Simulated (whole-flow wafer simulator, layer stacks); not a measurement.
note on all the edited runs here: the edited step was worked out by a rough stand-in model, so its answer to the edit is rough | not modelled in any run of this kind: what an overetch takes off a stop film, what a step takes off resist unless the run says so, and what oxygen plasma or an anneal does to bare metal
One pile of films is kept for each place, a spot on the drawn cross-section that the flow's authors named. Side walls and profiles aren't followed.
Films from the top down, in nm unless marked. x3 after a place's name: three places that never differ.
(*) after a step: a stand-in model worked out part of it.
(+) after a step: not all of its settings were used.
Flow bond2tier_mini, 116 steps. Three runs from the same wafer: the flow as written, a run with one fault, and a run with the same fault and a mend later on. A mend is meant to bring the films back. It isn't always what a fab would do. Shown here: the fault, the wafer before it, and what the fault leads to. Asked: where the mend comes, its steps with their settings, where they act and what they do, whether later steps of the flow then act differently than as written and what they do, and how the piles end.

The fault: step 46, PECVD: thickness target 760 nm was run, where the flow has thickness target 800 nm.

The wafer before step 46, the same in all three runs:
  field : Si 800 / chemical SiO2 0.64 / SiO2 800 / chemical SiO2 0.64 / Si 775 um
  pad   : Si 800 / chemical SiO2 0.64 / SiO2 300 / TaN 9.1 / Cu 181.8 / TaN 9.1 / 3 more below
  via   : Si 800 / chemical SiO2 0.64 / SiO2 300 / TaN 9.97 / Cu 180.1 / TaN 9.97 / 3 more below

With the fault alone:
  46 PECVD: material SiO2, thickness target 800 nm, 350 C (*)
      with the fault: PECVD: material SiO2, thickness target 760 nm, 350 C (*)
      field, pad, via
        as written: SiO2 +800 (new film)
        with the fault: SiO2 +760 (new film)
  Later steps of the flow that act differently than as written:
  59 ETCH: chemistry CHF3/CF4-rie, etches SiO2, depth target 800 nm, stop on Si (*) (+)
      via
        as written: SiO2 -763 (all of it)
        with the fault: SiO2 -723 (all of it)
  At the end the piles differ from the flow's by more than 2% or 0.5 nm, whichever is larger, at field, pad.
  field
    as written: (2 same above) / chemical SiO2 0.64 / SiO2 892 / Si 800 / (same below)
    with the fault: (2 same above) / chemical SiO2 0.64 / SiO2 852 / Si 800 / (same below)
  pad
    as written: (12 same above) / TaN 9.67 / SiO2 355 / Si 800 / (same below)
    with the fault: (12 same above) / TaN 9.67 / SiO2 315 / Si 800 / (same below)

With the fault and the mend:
  The mend comes after step 46.
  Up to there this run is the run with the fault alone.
  46a PECVD: material SiO2, thickness target 40 nm, 350 C (the flow's step 46 once more, with other settings)
      field, pad, via
        SiO2 +40
  No later step of the flow acts differently than as written at any place that is followed.
  At the end the piles are the same as the flow's at every place that both follow.
